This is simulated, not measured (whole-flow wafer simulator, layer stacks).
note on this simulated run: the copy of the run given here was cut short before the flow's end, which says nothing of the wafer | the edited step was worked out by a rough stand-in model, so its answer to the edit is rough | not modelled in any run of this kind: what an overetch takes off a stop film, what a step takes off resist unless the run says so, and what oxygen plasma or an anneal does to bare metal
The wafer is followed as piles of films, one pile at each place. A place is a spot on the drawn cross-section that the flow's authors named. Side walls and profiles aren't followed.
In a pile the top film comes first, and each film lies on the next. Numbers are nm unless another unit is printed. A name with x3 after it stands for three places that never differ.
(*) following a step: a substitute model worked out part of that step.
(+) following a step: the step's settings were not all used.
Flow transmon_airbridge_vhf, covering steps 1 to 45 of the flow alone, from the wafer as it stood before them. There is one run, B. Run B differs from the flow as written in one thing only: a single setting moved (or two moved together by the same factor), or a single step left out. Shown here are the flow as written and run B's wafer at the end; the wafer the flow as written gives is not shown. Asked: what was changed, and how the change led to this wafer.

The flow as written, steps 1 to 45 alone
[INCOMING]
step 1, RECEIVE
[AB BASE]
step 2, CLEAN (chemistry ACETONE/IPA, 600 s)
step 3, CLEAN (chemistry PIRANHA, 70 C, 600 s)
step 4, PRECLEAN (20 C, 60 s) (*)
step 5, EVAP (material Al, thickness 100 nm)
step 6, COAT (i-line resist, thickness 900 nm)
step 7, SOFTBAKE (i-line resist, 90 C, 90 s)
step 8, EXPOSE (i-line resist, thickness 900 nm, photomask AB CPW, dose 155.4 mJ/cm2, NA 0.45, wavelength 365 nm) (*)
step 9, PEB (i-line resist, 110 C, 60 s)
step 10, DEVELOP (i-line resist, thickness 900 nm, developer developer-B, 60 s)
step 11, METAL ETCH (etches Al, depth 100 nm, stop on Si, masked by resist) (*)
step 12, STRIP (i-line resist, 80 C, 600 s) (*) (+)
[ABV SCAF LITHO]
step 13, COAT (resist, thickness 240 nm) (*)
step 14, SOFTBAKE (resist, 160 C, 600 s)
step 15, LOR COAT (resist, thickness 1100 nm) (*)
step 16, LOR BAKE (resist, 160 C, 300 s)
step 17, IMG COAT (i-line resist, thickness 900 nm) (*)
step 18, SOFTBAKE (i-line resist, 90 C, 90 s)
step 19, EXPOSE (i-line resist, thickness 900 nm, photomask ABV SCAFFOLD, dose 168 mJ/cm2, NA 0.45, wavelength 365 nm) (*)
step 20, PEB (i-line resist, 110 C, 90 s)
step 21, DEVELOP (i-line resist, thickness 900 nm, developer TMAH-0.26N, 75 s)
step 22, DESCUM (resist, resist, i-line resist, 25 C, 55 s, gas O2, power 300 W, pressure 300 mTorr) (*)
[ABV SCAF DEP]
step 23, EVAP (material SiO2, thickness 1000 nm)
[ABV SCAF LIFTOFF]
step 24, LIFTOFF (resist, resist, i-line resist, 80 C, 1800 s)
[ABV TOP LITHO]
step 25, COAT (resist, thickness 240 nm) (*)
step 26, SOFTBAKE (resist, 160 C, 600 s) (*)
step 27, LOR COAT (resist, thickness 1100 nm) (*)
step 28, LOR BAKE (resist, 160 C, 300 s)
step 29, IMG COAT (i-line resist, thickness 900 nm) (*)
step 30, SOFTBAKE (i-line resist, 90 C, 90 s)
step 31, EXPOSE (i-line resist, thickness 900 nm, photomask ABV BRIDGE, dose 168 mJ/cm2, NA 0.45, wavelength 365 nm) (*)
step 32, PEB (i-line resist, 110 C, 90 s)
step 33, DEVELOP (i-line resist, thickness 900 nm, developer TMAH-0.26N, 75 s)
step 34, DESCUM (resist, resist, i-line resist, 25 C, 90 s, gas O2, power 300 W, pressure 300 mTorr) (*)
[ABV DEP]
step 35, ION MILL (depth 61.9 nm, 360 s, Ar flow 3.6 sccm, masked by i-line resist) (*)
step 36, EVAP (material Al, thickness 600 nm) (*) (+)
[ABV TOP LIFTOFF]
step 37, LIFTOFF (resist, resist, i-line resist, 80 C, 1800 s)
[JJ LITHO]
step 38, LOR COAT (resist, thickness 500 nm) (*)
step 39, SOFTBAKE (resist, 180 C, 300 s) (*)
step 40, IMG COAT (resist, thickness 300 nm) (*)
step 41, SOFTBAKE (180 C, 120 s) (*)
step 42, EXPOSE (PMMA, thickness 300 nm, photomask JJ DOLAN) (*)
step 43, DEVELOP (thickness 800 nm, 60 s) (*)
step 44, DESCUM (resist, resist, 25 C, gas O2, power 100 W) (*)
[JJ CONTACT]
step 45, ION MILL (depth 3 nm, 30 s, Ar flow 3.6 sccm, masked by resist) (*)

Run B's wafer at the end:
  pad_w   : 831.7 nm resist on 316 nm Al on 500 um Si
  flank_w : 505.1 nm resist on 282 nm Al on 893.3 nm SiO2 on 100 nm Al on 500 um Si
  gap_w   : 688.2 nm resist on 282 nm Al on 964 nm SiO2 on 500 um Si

Cause: step 36, EVAP: thickness 282 nm was run, whereas the flow has thickness 600 nm.
The wafer itself shows it: flank_w has Al 282, and step 36 as written asks for 600 nm.

How this came from the change, step by step:
  step 36, EVAP (material Al, thickness 600 nm) (*) (+)
      field x3, jj_line, ground_far and 10 more: +282 Al (new film) (in the flow as written it would be: +600 Al (new film))
      pad_w, pad_e: +277.9 Al (in the flow as written it would be: +591.2 Al)
  step 37, LIFTOFF (resist, resist, i-line resist, 80 C, 1800 s)
      field x3, jj_line, trace_open_s x2: -282 Al (all of it), -600 i-line resist (all of it), -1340 resist (all of it) (in the flow as written it would be: -600 Al (all of it), -600 i-line resist (all of it), -1340 resist (all of it))
      margin_s, margin_n: -282 Al (all of it), -318.3 i-line resist (all of it), -992 resist (all of it) (in the flow as written it would be: -600 Al (all of it), -318.3 i-line resist (all of it), -992 resist (all of it))
      (as well as at 1 more place)
  step 38, LOR COAT (resist, thickness 500 nm) (*)
      pad_w, pad_e: +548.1 resist (new film) (in the flow as written it would be: +517 resist (new film))
      flank_w, flank_e: +314 resist (new film) (in the flow as written it would be: +306.5 resist (new film))
      (as well as at 6 more places)
  step 40, IMG COAT (resist, thickness 300 nm) (*)
      pad_w, pad_e: +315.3 resist (in the flow as written it would be: +300.1 resist)
      flank_w, flank_e: +222.9 resist (in the flow as written it would be: +212.1 resist)
      (as well as at 6 more places)
